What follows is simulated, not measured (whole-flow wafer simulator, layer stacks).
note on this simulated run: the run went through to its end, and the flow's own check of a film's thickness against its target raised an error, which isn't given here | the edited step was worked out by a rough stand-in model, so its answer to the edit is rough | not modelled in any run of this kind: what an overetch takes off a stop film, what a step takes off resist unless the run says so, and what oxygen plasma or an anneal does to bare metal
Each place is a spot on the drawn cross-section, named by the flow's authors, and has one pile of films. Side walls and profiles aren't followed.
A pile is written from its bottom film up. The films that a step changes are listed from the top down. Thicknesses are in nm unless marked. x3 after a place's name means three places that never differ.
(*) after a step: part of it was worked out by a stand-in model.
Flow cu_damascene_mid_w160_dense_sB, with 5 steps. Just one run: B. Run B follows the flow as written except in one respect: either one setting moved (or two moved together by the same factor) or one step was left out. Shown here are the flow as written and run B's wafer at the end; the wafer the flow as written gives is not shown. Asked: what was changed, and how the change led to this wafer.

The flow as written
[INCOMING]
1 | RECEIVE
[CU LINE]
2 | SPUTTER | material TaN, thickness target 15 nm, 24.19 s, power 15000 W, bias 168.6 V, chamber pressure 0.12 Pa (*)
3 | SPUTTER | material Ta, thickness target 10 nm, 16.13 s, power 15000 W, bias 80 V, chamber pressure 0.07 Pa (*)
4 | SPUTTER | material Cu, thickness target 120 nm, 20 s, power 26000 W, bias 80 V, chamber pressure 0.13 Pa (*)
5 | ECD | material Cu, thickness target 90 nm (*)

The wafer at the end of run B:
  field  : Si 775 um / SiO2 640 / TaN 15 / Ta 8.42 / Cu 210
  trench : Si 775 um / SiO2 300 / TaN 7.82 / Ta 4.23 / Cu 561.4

Cause: step 3, SPUTTER: power 12630 W was run, whereas the flow has power 15000 W.

Step by step, how the change led to this:
  3 | SPUTTER | material Ta, thickness target 10 nm, 16.13 s, power 15000 W, bias 80 V, chamber pressure 0.07 Pa (*)
      field: Ta gains 8.42 (new film) (it would be, as written: Ta gains 10 (new film))
      trench: Ta gains 4.23 (new film) (it would be, as written: Ta gains 5.14 (new film))
